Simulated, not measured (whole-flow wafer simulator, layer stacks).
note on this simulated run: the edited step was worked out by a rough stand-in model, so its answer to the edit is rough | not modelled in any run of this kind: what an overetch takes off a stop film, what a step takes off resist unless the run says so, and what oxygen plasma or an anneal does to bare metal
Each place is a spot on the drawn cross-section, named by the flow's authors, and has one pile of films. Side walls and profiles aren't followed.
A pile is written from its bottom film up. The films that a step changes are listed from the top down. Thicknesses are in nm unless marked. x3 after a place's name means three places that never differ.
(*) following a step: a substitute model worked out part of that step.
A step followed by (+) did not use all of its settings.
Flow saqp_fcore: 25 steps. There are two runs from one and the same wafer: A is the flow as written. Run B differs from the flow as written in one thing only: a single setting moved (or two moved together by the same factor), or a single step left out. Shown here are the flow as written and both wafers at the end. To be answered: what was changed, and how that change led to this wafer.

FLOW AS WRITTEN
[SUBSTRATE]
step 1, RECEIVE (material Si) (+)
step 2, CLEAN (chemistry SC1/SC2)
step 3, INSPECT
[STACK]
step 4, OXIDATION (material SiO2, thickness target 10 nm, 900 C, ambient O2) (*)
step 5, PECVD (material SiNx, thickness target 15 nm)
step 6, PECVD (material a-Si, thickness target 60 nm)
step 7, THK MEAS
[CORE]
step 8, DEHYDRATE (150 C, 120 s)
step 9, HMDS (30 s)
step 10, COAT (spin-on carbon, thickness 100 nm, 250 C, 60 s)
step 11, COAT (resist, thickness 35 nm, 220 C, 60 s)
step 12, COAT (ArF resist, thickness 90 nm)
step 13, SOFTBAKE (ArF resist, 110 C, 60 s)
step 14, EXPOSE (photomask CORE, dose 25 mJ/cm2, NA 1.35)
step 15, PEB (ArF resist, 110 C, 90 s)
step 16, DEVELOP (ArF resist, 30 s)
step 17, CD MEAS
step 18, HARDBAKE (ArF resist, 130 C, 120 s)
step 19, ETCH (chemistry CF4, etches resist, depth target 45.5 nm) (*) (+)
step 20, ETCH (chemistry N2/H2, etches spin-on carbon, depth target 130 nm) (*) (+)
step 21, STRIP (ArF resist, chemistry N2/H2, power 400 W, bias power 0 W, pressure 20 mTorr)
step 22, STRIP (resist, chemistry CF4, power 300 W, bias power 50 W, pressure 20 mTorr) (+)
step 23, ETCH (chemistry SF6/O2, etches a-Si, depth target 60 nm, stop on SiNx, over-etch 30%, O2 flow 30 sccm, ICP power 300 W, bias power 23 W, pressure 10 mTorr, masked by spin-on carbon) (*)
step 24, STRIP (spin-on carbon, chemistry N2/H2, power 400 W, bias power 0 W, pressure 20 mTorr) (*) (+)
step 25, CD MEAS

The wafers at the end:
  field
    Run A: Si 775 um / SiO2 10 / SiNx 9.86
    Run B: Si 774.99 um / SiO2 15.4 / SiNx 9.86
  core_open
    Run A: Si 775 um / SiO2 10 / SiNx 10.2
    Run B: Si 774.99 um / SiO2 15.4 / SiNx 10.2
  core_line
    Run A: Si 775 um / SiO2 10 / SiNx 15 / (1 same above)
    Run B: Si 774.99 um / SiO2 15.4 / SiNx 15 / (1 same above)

Cause: step 4, OXIDATION: 945 C was run, while the flow as written has 900 C.

Step by step, how the change led to this:
  step 4, OXIDATION (material SiO2, thickness target 10 nm, 900 C, ambient O2) (*)
      field, core_open, core_line: A +10 SiO2 (new film), -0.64 chemical SiO2 (all of it), -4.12 Si | B +15.4 SiO2 (new film), -0.64 chemical SiO2 (all of it), -6.48 Si
